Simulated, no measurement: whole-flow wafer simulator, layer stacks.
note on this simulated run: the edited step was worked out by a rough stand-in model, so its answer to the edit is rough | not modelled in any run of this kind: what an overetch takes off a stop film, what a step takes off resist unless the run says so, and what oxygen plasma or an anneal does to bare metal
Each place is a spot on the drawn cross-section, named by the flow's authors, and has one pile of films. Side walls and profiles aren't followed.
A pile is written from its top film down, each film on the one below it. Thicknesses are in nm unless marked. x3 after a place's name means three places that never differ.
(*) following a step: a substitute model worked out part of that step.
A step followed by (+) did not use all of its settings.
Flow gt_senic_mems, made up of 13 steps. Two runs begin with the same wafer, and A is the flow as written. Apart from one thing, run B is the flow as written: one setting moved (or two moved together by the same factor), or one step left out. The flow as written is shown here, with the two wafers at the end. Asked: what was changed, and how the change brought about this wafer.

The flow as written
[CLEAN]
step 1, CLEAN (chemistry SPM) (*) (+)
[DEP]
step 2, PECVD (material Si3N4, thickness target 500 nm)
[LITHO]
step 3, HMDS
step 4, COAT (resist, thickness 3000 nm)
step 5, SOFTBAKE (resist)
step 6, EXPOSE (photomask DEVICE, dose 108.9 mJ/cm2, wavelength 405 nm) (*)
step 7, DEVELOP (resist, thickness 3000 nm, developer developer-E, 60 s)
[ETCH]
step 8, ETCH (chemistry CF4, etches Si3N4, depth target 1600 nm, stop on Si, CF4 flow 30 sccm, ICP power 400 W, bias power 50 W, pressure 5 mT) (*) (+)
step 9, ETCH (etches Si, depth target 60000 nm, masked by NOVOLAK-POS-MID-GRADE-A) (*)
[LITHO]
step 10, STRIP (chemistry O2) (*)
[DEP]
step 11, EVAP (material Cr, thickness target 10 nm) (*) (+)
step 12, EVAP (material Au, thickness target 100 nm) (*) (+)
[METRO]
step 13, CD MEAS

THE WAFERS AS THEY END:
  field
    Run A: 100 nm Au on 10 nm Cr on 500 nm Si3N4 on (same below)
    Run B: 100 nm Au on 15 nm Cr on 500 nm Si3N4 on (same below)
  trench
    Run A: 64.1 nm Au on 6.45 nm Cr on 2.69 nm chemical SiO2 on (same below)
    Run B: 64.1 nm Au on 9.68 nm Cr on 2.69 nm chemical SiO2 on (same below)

Cause: step 11, EVAP: thickness target 15 nm was run, whereas the flow has thickness target 10 nm.
The wafer itself shows it: field has Cr 15, and step 11 as written asks for 10 nm.

How this came from the change, step by step:
  step 11, EVAP (material Cr, thickness target 10 nm) (*) (+)
      field: A Cr gains 10 (new film) | B Cr gains 15 (new film)
      trench: A Cr gains 6.45 (new film) | B Cr gains 9.68 (new film)
